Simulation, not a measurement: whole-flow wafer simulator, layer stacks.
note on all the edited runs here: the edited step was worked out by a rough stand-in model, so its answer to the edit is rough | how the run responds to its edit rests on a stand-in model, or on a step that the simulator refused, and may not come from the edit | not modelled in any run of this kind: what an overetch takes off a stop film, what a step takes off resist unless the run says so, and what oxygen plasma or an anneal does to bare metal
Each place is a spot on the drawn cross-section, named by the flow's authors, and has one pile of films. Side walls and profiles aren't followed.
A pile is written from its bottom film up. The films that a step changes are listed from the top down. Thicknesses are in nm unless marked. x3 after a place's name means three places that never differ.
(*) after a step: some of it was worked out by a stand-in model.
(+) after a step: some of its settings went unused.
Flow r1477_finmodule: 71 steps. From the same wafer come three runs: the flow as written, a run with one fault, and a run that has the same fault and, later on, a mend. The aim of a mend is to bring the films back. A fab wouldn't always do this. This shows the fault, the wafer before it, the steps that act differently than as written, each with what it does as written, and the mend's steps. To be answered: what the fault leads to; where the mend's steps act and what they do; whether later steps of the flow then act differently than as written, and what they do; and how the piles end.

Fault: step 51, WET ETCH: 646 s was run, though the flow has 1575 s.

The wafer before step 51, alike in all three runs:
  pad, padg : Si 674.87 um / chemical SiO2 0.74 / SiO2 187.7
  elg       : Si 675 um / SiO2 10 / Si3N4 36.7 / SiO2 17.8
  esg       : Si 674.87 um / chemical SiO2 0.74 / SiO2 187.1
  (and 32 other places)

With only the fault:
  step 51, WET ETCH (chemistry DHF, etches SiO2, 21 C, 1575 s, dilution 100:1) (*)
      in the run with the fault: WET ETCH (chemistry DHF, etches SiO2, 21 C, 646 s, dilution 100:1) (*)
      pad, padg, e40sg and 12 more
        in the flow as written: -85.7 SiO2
        in the run with the fault: -35.1 SiO2
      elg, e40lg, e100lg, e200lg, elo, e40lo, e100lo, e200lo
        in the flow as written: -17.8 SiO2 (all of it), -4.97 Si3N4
        in the run with the fault: -17.8 SiO2 (all of it), -1.18 Si3N4
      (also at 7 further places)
  Steps later in the flow that act otherwise than as written (1 other step is not shown; it differs only slightly, by no more than 2% or 0.5 nm, whichever is larger):
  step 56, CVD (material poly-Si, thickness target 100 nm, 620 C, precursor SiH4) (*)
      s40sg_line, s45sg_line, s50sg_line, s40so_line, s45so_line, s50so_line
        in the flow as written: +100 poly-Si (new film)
        in the run with the fault: +128 poly-Si (new film)
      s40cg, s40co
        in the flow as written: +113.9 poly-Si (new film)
        in the run with the fault: +100 poly-Si (new film)
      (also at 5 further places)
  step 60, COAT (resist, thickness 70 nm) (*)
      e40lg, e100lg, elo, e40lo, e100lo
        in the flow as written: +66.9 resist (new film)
        in the run with the fault: +69.2 resist (new film)
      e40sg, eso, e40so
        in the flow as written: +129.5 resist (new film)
        in the run with the fault: +85.1 resist (new film)
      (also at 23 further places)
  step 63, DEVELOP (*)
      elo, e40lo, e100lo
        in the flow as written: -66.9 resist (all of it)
        in the run with the fault: -69.2 resist (all of it)
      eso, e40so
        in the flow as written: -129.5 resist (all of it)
        in the run with the fault: -85.1 resist (all of it)
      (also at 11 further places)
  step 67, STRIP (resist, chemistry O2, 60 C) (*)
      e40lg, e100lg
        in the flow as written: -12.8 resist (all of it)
        in the run with the fault: -15.1 resist (all of it)
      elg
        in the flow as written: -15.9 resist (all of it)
        in the run with the fault: -15.2 resist (all of it)
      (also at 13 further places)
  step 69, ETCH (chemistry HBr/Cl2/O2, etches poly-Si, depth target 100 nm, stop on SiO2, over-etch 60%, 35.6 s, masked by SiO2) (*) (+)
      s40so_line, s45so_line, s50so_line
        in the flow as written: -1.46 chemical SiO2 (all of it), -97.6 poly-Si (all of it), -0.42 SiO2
        in the run with the fault: -1.17 chemical SiO2 (all of it), -125.7 poly-Si (all of it), -0.17 SiO2
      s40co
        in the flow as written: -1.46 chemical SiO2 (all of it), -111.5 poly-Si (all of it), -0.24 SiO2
        in the run with the fault: -1.17 chemical SiO2 (all of it), -97.7 poly-Si (all of it), -0.42 SiO2
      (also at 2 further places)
  By the end, the piles at pad, padg, elg and 30 more depart from the flow's by more than 2% or 0.5 nm, whichever is larger.
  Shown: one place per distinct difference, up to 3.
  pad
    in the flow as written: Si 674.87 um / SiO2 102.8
    in the run with the fault: Si 674.87 um / SiO2 153.3
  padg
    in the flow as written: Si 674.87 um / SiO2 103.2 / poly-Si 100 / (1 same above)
    in the run with the fault: Si 674.87 um / SiO2 153.7 / poly-Si 100 / (1 same above)
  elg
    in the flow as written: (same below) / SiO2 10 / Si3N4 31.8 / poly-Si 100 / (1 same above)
    in the run with the fault: (same below) / SiO2 10 / Si3N4 35.6 / poly-Si 100 / (1 same above)

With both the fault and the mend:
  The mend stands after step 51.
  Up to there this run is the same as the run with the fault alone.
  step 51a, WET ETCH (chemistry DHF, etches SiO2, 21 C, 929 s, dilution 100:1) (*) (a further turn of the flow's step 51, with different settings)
      pad, padg, e40sg and 12 more
        -50.5 SiO2
      elg, e40lg, e100lg, e200lg, elo, e40lo, e100lo, e200lo
        -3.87 Si3N4
      esg, s40cg, s45cg, s50cg, s40co, s45co, s50co
        -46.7 SiO2
  None of the later steps of the flow differs from how it acts as written, at any place that is followed, by more than 2% or 0.5 nm, whichever is larger.
  When the end is reached, the piles differ only a little from the flow's at the places that both follow, at most by 2% or 0.5 nm, whichever is larger.
